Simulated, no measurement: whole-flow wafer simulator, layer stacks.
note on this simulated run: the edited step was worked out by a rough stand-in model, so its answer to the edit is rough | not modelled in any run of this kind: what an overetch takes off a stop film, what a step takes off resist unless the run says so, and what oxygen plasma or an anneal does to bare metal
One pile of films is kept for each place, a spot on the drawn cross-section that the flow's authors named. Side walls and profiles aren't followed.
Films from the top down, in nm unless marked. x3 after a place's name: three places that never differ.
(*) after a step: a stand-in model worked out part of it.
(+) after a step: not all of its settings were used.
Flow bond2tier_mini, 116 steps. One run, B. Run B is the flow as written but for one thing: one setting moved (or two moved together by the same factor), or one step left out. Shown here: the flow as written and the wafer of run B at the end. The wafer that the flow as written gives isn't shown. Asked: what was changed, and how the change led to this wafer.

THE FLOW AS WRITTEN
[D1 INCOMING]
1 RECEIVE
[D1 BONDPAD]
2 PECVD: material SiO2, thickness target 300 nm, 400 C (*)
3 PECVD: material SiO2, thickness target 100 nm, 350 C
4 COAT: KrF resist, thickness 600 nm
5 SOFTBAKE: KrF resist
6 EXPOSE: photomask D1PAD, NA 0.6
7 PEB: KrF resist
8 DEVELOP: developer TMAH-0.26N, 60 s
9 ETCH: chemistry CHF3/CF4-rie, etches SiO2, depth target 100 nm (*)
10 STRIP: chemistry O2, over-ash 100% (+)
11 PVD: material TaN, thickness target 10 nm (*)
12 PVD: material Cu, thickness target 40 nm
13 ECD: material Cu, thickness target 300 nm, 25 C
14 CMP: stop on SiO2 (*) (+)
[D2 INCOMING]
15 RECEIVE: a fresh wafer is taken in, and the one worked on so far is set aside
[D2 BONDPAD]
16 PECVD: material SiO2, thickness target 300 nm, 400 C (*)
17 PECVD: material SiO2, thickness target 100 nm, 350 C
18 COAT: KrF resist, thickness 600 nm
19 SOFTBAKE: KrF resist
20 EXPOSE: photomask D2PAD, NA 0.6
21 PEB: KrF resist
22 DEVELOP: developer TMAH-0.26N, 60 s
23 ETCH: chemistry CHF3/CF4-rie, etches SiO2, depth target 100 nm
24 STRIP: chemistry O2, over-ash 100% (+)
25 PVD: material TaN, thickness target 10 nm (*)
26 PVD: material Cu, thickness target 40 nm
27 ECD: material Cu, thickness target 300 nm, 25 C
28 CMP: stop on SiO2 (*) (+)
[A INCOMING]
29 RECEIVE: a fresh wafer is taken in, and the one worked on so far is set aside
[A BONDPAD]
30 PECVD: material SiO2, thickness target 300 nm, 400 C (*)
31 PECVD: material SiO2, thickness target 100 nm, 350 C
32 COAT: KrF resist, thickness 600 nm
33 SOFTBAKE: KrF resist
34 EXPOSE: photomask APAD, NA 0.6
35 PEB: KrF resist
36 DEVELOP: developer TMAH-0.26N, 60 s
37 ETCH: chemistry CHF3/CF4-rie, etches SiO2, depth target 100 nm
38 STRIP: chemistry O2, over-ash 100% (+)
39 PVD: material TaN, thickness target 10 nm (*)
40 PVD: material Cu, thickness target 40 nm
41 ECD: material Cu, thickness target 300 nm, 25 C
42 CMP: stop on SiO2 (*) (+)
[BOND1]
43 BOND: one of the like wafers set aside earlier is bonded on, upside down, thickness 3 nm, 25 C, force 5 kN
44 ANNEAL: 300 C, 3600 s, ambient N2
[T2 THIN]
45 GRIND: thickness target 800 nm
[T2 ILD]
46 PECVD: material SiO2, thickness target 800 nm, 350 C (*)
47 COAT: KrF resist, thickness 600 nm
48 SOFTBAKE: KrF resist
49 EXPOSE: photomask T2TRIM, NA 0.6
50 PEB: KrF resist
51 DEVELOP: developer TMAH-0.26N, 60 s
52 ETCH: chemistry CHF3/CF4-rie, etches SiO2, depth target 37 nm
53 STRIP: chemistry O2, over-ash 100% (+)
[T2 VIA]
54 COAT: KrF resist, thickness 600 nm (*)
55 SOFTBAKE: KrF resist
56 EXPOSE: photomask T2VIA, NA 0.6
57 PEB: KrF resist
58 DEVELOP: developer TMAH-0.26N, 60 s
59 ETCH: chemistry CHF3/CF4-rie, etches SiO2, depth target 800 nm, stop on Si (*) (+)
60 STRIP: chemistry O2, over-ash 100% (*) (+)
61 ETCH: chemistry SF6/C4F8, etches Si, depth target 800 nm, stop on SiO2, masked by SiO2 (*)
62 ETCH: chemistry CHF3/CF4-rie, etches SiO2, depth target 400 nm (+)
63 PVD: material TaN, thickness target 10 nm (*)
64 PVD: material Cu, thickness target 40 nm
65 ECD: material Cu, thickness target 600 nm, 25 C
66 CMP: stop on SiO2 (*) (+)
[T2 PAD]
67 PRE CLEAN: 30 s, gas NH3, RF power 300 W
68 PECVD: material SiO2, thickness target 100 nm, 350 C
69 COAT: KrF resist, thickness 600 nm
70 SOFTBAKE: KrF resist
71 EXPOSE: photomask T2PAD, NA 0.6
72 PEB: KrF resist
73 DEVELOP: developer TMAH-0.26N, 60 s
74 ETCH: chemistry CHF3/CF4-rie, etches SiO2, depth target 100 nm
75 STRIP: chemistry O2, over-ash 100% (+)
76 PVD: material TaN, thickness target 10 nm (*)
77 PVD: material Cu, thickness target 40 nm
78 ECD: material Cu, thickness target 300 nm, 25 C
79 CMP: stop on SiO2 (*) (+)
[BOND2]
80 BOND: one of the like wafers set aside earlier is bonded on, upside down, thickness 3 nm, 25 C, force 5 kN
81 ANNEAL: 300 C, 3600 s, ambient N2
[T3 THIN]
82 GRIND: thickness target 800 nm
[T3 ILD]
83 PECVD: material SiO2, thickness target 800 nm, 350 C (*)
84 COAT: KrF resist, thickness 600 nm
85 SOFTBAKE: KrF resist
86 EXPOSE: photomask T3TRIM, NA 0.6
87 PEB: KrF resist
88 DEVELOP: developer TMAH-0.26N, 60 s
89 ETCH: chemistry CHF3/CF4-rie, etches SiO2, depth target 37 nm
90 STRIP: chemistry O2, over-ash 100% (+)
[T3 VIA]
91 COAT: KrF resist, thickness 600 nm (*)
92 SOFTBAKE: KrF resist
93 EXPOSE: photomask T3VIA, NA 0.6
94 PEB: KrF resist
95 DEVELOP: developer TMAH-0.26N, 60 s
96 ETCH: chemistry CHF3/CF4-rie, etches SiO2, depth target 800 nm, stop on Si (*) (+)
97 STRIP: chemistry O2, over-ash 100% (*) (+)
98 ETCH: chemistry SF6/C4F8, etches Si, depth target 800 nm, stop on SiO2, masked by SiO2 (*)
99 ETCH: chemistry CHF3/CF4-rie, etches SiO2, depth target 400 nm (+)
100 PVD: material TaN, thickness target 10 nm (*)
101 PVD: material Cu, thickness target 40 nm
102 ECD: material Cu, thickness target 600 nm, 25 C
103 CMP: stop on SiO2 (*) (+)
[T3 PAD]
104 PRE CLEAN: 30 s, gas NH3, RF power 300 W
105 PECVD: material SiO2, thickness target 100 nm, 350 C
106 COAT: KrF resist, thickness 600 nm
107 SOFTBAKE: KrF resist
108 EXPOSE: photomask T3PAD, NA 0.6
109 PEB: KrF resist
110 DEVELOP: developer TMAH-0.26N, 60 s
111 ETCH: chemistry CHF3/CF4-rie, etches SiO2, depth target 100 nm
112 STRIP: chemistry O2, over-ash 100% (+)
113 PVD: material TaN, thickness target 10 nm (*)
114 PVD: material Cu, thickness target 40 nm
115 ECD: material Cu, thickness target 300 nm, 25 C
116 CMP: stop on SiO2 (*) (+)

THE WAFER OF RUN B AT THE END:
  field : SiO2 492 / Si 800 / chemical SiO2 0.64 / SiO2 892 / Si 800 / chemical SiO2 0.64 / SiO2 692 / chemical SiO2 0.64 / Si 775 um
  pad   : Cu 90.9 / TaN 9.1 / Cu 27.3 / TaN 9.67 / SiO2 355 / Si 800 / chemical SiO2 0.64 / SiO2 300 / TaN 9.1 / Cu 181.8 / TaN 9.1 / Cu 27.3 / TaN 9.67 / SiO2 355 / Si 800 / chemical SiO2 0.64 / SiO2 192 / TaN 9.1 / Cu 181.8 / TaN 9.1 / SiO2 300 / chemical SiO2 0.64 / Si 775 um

The cause: step 2, PECVD: thickness target 192 nm was run, where the flow has thickness target 300 nm.
It can be read off the wafer: pad has SiO2 192, and step 2 as written asks for 300 nm.

How the change led to this, step by step:
  2 PECVD: material SiO2, thickness target 300 nm, 400 C (*)
      field, pad, via: SiO2 +192 (new film) (as written it would be: SiO2 +300 (new film))
  43 BOND: one of the like wafers set aside earlier is bonded on, upside down, thickness 3 nm, 25 C, force 5 kN
      field: Si +775 um (new film), chemical SiO2 +0.64 (new film), SiO2 +292 (as written it would be: Si +775 um (new film), chemical SiO2 +0.64 (new film), SiO2 +400)
      pad: Si +775 um (new film), chemical SiO2 +0.64 (new film), SiO2 +192 (new film), TaN +9.1 (new film), Cu +90.9 (as written it would be: Si +775 um (new film), chemical SiO2 +0.64 (new film), SiO2 +300 (new film), TaN +9.1 (new film), Cu +90.9)
      (and at 1 more place)
